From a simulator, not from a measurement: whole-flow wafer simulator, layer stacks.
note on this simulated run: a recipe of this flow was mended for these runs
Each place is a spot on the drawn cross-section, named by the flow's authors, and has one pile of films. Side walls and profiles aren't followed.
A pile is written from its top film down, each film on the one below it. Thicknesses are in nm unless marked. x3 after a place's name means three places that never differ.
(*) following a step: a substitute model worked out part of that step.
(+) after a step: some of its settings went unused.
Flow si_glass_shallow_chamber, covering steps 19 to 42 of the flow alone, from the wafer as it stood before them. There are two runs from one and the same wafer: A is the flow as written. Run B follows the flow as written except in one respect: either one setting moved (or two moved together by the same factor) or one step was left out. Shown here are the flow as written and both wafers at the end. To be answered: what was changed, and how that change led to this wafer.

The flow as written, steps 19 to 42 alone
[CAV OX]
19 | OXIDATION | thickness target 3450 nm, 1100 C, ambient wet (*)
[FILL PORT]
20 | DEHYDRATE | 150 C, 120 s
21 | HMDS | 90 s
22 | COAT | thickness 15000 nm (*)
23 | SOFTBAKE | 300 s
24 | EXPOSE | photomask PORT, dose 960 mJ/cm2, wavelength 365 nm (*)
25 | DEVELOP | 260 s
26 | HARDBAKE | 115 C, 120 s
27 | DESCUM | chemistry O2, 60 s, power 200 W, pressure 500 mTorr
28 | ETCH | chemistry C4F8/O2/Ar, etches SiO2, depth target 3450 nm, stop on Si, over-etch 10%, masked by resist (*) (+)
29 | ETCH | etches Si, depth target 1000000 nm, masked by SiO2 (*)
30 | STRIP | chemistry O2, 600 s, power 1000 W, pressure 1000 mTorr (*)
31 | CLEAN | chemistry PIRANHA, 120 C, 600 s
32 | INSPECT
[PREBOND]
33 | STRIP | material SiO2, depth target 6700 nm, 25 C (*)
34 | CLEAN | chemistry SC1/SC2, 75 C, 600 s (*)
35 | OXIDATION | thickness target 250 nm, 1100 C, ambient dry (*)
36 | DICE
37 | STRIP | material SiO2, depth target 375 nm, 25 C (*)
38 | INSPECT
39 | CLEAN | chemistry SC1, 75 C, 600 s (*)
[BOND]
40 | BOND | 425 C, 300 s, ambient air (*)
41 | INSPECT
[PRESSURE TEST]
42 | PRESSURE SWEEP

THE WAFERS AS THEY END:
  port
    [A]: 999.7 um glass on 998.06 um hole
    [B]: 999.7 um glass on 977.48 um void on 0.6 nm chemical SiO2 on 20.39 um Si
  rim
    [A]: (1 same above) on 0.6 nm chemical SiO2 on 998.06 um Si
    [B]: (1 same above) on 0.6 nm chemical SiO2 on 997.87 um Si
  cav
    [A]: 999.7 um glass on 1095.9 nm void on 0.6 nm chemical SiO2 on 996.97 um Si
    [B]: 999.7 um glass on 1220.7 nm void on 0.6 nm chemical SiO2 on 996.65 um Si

Cause: step 19, OXIDATION: thickness target 4174 nm was run, whereas the flow has thickness target 3450 nm.

The path from the change to this, step by step:
  19 | OXIDATION | thickness target 3450 nm, 1100 C, ambient wet (*)
      rim, ramp, septum, ring: A SiO2 gains 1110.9, Si loses 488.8 | B SiO2 gains 1551.3, Si loses 682.6
      cav, port: A SiO2 gains 3450 (new film), chemical SiO2 loses 0.6 (all of it), Si loses 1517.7 | B SiO2 gains 4174 (new film), chemical SiO2 loses 0.6 (all of it), Si loses 1836.3
  22 | COAT | thickness 15000 nm (*)
      rim: A thick-i-line-resist gains 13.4 um (new film) | B thick-i-line-resist gains 13.47 um (new film)
      ramp: A thick-i-line-resist gains 12.89 um (new film) | B thick-i-line-resist gains 12.98 um (new film)
      (as well as at 3 more places)
  23 | SOFTBAKE | 300 s
      rim: A thick-i-line-resist loses 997 | B thick-i-line-resist loses 952.3
      ramp: A thick-i-line-resist loses 487.1 | B thick-i-line-resist loses 463.6
      (as well as at 4 more places)
  25 | DEVELOP | 260 s
      port: A thick-i-line-resist loses 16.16 um (all of it) | B thick-i-line-resist loses 16.11 um (all of it)
  28 | ETCH | chemistry C4F8/O2/Ar, etches SiO2, depth target 3450 nm, stop on Si, over-etch 10%, masked by resist (*) (+)
      port: A SiO2 loses 3450 (all of it), Si loses 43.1 | B SiO2 loses 3795
  29 | ETCH | etches Si, depth target 1000000 nm, masked by SiO2 (*)
      port: A hole gains 997.05 um (new film), Si loses 997.05 um (all of it) | B SiO2 loses 379 (all of it), Si loses 976.26 um
      rim, ramp: A thick-i-line-resist loses 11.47 um (all of it), SiO2 loses 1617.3 | B thick-i-line-resist loses 11.58 um (all of it), SiO2 loses 1559.4
      (as well as at 2 more places)
  30 | STRIP | chemistry O2, 600 s, power 1000 W, pressure 1000 mTorr (*)
      port: A nothing | B chemical SiO2 gains 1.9 (new film), Si loses 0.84
      cav: A thick-i-line-resist loses 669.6 (all of it) | B thick-i-line-resist loses 621.3 (all of it)
  33 | STRIP | material SiO2, depth target 6700 nm, 25 C (*)
      port: A nothing | B chemical SiO2 loses 1.9 (all of it)
      rim, ramp: A SiO2 loses 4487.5 (all of it) | B SiO2 loses 4985.9 (all of it)
      (as well as at 3 more places)
  34 | CLEAN | chemistry SC1/SC2, 75 C, 600 s (*)
      port: A nothing | B chemical SiO2 gains 0.6 (new film), Si loses 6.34
  35 | OXIDATION | thickness target 250 nm, 1100 C, ambient dry (*)
      port: A nothing | B SiO2 gains 250 (new film), chemical SiO2 loses 0.6 (all of it), Si loses 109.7
  37 | STRIP | material SiO2, depth target 375 nm, 25 C (*)
      port: A nothing | B SiO2 loses 250 (all of it)
  39 | CLEAN | chemistry SC1, 75 C, 600 s (*)
      port: A nothing | B chemical SiO2 gains 0.6 (new film), Si loses 6.34
  40 | BOND | 425 C, 300 s, ambient air (*)
      port: A glass gains 999.7 um (new film), hole gains 1017.3 | B glass gains 999.7 um (new film), void gains 977.48 um (new film)
      cav: A glass gains 999.7 um (new film), void gains 1095.9 (new film) | B glass gains 999.7 um (new film), void gains 1220.7 (new film)
